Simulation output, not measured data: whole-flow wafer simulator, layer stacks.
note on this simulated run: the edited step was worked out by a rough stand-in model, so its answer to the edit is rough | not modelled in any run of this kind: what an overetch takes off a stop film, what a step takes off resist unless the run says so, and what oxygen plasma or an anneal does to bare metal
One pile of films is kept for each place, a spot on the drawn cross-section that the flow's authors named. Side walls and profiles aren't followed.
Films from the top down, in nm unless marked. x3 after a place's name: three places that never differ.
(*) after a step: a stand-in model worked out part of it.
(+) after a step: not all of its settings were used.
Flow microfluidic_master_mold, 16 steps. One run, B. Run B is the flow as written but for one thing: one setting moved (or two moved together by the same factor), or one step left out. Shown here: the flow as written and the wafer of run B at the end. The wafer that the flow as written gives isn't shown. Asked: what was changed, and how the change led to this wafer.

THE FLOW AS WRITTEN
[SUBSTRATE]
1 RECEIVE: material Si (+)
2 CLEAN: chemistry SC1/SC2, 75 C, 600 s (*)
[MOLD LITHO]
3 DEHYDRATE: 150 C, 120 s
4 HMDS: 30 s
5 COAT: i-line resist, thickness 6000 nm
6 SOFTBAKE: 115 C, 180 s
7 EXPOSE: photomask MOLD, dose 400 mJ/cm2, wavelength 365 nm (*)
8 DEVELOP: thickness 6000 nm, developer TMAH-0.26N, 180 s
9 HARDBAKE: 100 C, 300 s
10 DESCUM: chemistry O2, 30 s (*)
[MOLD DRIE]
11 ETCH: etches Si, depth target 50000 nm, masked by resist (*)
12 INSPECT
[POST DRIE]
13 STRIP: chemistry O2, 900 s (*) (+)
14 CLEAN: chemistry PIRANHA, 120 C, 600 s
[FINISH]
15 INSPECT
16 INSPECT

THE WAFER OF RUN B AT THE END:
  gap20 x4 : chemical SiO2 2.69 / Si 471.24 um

The cause: step 11, ETCH: depth target 53750 nm was run, where the flow has depth target 50000 nm.

How the change led to this, step by step:
  11 ETCH: etches Si, depth target 50000 nm, masked by resist (*)
      gap20 x4: chemical SiO2 -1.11 (all of it), Si -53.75 um (as written it would be: chemical SiO2 -1.11 (all of it), Si -50 um)
      ridge: i-line resist -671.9 (as written it would be: i-line resist -625)
